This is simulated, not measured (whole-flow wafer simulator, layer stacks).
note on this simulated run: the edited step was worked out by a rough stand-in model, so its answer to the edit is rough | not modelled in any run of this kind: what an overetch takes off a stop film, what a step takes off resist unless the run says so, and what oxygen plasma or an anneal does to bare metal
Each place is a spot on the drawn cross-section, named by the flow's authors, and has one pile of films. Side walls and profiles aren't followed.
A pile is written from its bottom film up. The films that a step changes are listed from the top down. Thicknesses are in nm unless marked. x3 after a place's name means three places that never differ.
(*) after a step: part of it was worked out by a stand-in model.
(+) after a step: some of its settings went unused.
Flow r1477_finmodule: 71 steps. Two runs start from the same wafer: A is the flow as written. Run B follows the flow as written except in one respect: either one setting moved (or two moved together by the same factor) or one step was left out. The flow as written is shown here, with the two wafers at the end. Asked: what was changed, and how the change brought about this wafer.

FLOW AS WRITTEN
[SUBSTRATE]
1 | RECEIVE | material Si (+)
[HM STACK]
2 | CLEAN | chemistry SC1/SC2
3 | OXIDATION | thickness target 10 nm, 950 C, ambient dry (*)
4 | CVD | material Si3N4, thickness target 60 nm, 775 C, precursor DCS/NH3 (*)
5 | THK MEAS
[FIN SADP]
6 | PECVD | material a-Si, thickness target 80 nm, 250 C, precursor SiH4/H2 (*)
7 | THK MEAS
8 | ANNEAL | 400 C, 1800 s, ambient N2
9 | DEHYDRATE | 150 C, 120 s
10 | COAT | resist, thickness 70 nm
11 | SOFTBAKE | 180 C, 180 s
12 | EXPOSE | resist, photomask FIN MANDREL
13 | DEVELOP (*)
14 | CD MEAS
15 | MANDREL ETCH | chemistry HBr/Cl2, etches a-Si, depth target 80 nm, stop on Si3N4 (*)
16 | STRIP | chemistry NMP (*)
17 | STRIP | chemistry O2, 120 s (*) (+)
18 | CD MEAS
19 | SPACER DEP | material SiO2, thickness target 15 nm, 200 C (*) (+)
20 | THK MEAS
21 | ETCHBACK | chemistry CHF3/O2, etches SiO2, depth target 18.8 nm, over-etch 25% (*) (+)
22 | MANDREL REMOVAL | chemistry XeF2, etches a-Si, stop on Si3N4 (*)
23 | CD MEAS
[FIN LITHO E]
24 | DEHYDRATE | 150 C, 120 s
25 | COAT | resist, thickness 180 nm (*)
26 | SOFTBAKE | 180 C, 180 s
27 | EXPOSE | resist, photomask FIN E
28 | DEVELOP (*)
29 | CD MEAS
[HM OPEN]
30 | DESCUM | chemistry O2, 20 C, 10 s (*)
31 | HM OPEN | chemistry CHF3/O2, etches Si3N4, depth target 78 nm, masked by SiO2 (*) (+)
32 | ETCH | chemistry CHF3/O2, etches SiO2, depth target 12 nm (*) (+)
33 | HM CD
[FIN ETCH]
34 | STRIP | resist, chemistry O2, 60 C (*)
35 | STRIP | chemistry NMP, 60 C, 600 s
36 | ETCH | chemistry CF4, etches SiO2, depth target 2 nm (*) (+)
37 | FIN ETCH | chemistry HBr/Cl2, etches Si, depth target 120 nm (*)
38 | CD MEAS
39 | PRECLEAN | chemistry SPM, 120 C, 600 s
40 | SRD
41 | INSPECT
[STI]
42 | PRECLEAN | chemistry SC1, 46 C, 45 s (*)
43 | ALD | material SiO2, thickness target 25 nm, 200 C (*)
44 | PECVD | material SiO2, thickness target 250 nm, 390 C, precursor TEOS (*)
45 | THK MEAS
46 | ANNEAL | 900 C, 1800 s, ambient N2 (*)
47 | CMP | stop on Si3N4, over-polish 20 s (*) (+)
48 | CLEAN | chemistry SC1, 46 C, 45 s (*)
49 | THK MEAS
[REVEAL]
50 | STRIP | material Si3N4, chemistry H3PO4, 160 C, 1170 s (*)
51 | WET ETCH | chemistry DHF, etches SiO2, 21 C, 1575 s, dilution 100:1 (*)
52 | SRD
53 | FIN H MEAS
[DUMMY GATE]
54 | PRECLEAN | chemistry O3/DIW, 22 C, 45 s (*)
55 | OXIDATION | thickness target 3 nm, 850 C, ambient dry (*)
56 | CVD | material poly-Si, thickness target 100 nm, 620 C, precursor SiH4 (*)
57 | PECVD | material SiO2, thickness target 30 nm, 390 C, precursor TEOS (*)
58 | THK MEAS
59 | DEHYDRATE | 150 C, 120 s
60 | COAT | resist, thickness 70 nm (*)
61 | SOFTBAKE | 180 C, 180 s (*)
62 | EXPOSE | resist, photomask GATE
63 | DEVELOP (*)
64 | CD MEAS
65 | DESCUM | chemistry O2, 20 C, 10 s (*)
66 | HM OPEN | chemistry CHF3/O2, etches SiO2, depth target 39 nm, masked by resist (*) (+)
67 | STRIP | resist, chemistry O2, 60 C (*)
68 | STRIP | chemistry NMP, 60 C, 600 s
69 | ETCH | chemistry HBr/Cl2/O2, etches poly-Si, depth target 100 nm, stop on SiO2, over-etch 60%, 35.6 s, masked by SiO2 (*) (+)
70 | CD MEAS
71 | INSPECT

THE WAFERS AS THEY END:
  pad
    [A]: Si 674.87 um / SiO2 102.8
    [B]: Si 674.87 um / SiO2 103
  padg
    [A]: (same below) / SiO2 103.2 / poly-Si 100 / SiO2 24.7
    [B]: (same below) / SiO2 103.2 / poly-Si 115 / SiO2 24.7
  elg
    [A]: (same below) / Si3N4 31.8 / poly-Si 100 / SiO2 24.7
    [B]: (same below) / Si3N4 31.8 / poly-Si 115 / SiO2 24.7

The reason: step 56, CVD: thickness target 115 nm was run, whereas the flow has thickness target 100 nm.
One can read it off the wafer: padg has poly-Si 115, and step 56 as written asks for 100 nm.

How this came from the change, step by step:
  56 | CVD | material poly-Si, thickness target 100 nm, 620 C, precursor SiH4 (*)
      pad, padg, elg and 26 more: A poly-Si gains 100 (new film) | B poly-Si gains 115 (new film)
      s40cg, s40co: A poly-Si gains 113.9 (new film) | B poly-Si gains 129.2 (new film)
      (also at 5 further places)
  69 | ETCH | chemistry HBr/Cl2/O2, etches poly-Si, depth target 100 nm, stop on SiO2, over-etch 60%, 35.6 s, masked by SiO2 (*) (+)
      elo, e40lo, e100lo, e200lo: A chemical SiO2 loses 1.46 (all of it), poly-Si loses 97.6 (all of it), Si3N4 loses 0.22 | B chemical SiO2 loses 1.46 (all of it), poly-Si loses 112.6 (all of it)
      pad, eso, e40so and 8 more: A chemical SiO2 loses 1.46 (all of it), poly-Si loses 97.6 (all of it), SiO2 loses 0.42 | B chemical SiO2 loses 1.46 (all of it), poly-Si loses 112.6 (all of it), SiO2 loses 0.24
      (also at 3 further places)
